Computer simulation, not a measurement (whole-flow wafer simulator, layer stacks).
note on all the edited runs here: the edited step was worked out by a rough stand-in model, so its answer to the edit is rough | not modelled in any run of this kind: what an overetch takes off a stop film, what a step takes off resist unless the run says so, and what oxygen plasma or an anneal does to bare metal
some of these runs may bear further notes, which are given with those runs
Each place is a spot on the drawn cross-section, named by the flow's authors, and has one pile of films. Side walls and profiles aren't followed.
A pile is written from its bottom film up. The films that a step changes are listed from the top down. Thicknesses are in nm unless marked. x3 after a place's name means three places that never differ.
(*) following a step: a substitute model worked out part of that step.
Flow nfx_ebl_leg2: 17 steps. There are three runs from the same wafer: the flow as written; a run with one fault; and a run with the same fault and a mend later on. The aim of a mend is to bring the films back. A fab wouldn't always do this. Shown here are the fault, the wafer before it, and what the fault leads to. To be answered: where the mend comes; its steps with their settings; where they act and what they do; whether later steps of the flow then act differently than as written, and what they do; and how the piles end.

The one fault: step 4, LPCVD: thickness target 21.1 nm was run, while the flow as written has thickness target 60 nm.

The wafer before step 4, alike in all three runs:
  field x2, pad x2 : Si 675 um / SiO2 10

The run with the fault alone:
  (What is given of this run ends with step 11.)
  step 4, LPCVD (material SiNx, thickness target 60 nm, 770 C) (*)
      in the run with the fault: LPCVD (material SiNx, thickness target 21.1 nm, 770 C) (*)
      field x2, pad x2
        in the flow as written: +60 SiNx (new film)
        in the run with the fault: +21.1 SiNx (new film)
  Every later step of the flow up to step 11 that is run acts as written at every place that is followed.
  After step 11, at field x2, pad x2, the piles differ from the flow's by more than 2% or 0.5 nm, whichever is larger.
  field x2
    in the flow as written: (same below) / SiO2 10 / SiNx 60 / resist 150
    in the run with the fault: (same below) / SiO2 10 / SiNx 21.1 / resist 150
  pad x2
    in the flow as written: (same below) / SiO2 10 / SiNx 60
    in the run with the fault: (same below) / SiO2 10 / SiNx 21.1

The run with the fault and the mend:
  The mend stands after step 11.
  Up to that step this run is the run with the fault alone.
  step 11a, STRIP (resist, chemistry O2, 25 C) (*)
      field x2
        -150 resist (all of it)
  step 11b, CLEAN (chemistry SC1/SC2) (*) (the flow's step 2 again)
      alters no film at any place that is followed
  step 11c, LPCVD (material SiNx, thickness target 38.9 nm, 770 C) (*) (the flow's step 4 again, with other settings)
      field x2, pad x2
        +38.9 SiNx
  step 11d, DEHYDRATE (180 C, 120 s) (the flow's step 6 again)
      alters no film at any place that is followed
  step 11e, COAT (resist, thickness 150 nm) (the flow's step 7 again)
      field x2, pad x2
        +150 resist (new film)
  step 11f, SOFTBAKE (resist, 150 C, 60 s) (the flow's step 8 again)
      alters no film at any place that is followed
  step 11g, EXPOSE (PMMA, thickness 150 nm, photomask GRATING) (*) (the flow's step 9 again)
      alters no film at any place that is followed
  step 11h, DEVELOP (resist, thickness 150 nm, developer developer-C-546, 60 s) (*) (the flow's step 10 again)
      pad x2
        -150 resist (all of it)
  Every later step of the flow that is run acts as written at every place that is followed.
  By the end, the piles equal the flow's at every place that both follow.
